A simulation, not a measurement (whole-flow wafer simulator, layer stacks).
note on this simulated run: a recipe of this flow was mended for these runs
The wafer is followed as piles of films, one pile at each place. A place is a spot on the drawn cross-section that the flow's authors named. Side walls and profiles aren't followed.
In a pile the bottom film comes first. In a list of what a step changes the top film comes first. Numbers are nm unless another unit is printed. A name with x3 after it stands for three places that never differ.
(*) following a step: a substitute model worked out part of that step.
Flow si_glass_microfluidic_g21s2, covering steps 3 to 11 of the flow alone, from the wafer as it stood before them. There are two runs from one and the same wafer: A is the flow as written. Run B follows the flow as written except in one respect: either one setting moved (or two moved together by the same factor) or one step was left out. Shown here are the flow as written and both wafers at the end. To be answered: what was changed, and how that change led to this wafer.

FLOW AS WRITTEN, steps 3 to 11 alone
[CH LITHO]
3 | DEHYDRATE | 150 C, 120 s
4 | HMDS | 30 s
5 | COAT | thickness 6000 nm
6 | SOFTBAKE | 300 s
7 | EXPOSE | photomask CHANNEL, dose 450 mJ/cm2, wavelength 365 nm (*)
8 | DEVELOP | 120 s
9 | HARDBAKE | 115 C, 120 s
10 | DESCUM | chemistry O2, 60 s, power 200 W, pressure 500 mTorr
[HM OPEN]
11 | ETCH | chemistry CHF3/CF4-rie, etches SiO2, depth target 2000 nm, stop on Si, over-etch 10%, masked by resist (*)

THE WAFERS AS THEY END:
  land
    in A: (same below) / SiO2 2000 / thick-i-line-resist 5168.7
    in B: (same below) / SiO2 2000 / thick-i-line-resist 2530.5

Cause: step 5, COAT: thickness 3343 nm was run, whereas the flow has thickness 6000 nm.

The path from the change to this, step by step:
  5 | COAT | thickness 6000 nm
      land, trench20 x3: A thick-i-line-resist gains 6000 (new film) | B thick-i-line-resist gains 3343 (new film)
  8 | DEVELOP | 120 s
      trench20 x3: A thick-i-line-resist loses 6000 (all of it) | B thick-i-line-resist loses 3343 (all of it)
  9 | HARDBAKE | 115 C, 120 s
      land: A thick-i-line-resist loses 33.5 | B thick-i-line-resist loses 14.6
